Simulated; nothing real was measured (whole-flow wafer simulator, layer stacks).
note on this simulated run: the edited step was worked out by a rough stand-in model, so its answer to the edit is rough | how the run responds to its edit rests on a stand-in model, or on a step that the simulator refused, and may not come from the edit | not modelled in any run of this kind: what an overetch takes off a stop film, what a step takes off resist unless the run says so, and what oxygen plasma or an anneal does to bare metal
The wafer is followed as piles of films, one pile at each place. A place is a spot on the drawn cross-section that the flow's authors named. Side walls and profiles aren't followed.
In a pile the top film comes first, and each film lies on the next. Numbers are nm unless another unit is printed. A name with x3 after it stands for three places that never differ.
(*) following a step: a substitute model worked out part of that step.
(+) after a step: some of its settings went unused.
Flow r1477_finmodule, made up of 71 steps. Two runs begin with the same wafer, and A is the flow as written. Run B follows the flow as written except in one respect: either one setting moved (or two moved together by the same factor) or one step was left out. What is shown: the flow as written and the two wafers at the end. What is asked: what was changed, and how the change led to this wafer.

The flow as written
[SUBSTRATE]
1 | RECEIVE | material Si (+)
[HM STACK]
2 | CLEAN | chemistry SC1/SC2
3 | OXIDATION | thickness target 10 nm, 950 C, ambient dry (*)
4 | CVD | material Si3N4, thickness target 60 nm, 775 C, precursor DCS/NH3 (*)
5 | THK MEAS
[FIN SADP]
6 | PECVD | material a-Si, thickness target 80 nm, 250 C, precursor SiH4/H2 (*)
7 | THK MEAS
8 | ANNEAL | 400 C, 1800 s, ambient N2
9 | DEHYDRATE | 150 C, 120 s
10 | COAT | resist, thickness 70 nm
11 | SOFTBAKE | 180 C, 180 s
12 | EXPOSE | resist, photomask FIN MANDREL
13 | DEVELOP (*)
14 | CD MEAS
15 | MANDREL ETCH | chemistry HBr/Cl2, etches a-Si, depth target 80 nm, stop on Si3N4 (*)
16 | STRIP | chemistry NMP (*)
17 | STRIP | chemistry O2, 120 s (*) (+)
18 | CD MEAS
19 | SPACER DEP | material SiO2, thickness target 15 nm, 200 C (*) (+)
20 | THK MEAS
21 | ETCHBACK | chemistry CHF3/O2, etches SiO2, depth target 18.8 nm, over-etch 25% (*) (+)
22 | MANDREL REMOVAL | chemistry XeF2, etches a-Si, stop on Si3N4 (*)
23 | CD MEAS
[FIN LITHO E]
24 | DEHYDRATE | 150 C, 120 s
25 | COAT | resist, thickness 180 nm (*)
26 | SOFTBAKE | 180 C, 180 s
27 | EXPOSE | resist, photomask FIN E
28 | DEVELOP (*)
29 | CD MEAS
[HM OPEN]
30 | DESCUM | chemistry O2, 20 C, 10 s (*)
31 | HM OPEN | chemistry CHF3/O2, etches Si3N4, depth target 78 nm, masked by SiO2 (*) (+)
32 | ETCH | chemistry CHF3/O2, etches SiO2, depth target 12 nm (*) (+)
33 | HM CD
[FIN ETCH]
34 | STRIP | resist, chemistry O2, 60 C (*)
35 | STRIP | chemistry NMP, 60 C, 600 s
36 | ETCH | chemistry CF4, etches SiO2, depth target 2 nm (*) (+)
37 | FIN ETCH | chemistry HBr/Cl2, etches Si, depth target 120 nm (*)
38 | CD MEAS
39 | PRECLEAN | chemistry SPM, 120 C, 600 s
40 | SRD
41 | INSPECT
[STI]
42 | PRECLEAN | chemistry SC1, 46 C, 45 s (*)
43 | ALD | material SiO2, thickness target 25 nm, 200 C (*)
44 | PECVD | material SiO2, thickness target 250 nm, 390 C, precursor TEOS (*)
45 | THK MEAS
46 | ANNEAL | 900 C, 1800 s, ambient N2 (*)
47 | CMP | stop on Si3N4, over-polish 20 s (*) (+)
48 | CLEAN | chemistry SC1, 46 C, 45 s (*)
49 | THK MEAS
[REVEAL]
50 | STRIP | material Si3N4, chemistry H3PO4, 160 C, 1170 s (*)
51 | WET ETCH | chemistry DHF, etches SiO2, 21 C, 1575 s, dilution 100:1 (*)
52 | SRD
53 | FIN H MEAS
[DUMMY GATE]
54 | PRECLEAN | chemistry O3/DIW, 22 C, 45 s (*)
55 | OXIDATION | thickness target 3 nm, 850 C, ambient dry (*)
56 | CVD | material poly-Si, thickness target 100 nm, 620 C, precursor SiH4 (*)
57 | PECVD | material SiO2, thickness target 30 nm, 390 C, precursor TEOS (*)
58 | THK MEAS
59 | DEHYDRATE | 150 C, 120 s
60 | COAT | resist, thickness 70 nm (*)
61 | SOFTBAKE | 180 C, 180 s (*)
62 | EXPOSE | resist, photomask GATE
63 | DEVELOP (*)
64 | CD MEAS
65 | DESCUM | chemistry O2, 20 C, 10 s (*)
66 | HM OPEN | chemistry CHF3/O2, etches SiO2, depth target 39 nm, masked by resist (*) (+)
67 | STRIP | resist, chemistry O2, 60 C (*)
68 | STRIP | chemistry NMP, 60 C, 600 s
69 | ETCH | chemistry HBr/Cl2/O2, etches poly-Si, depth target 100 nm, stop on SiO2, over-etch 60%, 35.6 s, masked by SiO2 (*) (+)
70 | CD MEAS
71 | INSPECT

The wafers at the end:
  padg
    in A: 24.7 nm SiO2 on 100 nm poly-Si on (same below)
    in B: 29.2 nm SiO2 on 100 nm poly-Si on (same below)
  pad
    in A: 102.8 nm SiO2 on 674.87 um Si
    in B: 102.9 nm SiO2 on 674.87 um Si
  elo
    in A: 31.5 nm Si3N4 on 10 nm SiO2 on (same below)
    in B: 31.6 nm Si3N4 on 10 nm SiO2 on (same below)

The reason: step 57, PECVD: thickness target 34.5 nm was run, whereas the flow has thickness target 30 nm.

The path from the change to this, step by step:
  57 | PECVD | material SiO2, thickness target 30 nm, 390 C, precursor TEOS (*)
      pad, padg, elg and 33 more: A SiO2 gains 30 (new film) | B SiO2 gains 34.5 (new film)
  66 | HM OPEN | chemistry CHF3/O2, etches SiO2, depth target 39 nm, masked by resist (*) (+)
      pad, elo, eso and 15 more: A SiO2 loses 30 (all of it), poly-Si loses 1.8 | B SiO2 loses 34.5 (all of it), poly-Si loses 0.9
